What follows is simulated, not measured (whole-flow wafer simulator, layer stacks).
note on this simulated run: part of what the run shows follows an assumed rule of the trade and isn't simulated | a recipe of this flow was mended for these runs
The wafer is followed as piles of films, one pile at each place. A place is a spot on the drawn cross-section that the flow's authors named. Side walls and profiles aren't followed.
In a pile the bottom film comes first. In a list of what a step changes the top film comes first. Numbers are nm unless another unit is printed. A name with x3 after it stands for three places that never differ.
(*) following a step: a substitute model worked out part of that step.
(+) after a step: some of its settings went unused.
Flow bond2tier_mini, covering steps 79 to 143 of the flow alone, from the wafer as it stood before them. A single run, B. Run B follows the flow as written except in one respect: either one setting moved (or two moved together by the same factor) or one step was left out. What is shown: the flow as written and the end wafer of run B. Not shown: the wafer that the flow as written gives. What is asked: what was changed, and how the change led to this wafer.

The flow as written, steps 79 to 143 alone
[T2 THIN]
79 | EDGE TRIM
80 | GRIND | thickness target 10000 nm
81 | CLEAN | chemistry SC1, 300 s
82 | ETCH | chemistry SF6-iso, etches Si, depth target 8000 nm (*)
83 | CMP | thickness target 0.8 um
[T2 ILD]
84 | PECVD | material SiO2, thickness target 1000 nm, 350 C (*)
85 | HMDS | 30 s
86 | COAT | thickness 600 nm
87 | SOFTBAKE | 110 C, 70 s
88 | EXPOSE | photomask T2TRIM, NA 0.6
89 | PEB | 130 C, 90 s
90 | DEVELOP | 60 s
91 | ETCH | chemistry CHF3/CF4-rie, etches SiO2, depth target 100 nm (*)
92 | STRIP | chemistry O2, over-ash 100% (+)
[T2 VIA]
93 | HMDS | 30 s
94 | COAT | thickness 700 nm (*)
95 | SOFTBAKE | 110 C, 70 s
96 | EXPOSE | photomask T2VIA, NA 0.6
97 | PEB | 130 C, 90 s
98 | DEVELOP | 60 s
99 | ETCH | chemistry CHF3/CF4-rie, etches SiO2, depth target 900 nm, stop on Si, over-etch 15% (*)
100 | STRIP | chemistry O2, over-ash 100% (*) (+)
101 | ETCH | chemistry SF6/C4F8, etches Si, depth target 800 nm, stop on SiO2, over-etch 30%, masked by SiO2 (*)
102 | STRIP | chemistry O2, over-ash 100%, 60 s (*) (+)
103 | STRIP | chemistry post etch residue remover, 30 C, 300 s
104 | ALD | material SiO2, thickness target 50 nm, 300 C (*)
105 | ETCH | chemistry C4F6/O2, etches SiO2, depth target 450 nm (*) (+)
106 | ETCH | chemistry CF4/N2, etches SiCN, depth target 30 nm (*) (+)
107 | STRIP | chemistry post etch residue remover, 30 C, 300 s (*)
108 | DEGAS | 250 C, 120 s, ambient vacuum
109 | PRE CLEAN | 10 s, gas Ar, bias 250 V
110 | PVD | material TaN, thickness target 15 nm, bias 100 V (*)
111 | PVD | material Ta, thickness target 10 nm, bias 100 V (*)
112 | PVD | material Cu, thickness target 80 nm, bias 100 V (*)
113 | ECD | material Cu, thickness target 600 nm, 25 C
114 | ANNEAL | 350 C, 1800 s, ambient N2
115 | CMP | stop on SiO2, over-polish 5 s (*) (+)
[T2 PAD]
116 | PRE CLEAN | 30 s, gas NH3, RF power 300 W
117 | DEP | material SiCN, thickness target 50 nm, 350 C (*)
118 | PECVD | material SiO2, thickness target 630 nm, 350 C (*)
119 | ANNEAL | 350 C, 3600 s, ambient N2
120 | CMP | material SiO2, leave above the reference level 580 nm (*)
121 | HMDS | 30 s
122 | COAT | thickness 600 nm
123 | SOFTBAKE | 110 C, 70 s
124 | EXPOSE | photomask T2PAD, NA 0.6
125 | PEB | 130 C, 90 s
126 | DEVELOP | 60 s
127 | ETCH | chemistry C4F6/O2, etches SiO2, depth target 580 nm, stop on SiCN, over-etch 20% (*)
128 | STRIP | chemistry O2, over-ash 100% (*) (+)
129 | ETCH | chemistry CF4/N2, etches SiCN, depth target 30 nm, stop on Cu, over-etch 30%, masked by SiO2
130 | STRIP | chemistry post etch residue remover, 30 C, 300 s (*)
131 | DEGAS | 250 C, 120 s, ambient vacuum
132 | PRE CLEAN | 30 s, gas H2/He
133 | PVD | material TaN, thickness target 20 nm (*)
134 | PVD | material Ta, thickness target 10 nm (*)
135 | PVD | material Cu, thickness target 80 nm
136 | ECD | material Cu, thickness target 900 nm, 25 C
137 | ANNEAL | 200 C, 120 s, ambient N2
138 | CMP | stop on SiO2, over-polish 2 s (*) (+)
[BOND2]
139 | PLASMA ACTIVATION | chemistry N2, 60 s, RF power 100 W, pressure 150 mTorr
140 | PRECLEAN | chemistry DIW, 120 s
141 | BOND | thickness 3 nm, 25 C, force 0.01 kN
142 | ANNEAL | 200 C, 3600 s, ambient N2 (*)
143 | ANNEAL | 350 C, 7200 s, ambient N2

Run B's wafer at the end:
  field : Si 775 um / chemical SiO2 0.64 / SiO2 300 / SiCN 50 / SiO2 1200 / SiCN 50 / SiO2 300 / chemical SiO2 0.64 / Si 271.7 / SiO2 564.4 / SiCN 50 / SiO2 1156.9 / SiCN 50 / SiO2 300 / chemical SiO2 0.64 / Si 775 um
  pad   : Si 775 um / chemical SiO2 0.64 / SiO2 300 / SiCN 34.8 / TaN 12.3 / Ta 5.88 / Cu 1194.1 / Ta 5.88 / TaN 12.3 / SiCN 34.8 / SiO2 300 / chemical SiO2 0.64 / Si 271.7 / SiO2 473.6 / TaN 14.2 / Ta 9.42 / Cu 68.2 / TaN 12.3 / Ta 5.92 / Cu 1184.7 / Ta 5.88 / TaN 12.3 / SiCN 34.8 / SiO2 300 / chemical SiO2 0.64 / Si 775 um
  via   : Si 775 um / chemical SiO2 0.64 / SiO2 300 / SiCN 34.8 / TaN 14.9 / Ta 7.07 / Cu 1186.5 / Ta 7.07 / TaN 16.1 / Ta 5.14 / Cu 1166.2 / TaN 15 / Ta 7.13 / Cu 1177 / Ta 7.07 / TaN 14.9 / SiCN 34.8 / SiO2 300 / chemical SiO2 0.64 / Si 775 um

The reason: step 82, ETCH: depth target 9728 nm was run, whereas the flow has depth target 8000 nm.

How this came from the change, step by step:
  82 | ETCH | chemistry SF6-iso, etches Si, depth target 8000 nm (*)
      field, pad, via: chemical SiO2 loses 0.6 (all of it), Si loses 9728 (in the flow as written it would be: chemical SiO2 loses 0.6 (all of it), Si loses 8000)
  83 | CMP | thickness target 0.8 um
      field, pad, via: nothing (in the flow as written it would be: Si loses 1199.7)
  101 | ETCH | chemistry SF6/C4F8, etches Si, depth target 800 nm, stop on SiO2, over-etch 30%, masked by SiO2 (*)
      field, pad: SiO2 loses 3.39 (in the flow as written it would be: SiO2 loses 10.3)
      via: Si loses 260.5 (all of it), chemical SiO2 loses 0.64 (all of it), SiO2 loses 7.15 (in the flow as written it would be: Si loses 788.8 (all of it), chemical SiO2 loses 0.64 (all of it), SiO2 loses 1.87)
  105 | ETCH | chemistry C4F6/O2, etches SiO2, depth target 450 nm (*) (+)
      via: SiO2 loses 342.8 (all of it), SiCN loses 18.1 (in the flow as written it would be: SiO2 loses 348.1 (all of it), SiCN loses 17.2)
  106 | ETCH | chemistry CF4/N2, etches SiCN, depth target 30 nm (*) (+)
      via: SiCN loses 16.8 (all of it), TaN loses 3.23 (in the flow as written it would be: SiCN loses 17.6 (all of it), TaN loses 3.01)
  110 | PVD | material TaN, thickness target 15 nm, bias 100 V (*)
      via: TaN gains 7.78 (in the flow as written it would be: TaN gains 6.94)
  111 | PVD | material Ta, thickness target 10 nm, bias 100 V (*)
      via: Ta gains 5.14 (new film) (in the flow as written it would be: Ta gains 4.57 (new film))
  112 | PVD | material Cu, thickness target 80 nm, bias 100 V (*)
      via: Cu gains 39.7 (new film) (in the flow as written it would be: Cu gains 35 (new film))
  113 | ECD | material Cu, thickness target 600 nm, 25 C
      via: Cu gains 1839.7 (in the flow as written it would be: Cu gains 2367)
